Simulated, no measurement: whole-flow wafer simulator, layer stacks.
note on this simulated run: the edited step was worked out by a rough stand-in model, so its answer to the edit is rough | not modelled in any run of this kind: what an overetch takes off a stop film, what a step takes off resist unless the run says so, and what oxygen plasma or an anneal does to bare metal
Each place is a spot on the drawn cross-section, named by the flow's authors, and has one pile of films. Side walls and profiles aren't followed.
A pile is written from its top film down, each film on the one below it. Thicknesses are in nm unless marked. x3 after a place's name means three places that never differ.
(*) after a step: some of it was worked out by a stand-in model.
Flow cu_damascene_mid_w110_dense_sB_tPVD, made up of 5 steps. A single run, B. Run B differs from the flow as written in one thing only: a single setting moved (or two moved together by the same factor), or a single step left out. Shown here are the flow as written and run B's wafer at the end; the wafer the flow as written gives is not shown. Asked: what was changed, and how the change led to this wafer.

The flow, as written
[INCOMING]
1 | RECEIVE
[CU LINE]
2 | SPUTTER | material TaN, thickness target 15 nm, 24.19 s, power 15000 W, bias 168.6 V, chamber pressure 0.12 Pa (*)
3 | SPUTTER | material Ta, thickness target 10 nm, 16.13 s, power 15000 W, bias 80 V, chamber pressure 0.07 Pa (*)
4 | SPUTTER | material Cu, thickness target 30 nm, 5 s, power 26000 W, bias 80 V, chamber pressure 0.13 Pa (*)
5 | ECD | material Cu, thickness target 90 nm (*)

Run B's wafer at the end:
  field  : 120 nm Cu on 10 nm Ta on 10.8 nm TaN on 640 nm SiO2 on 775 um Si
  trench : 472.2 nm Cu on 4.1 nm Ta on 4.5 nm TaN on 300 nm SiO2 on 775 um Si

What caused this: step 2, SPUTTER: power 10840 W was run, whereas the flow has power 15000 W.

The path from the change to this, step by step:
  2 | SPUTTER | material TaN, thickness target 15 nm, 24.19 s, power 15000 W, bias 168.6 V, chamber pressure 0.12 Pa (*)
      field: +10.8 TaN (new film) (as written it would have been: +15 TaN (new film))
      trench: +4.5 TaN (new film) (as written it would have been: +6.23 TaN (new film))
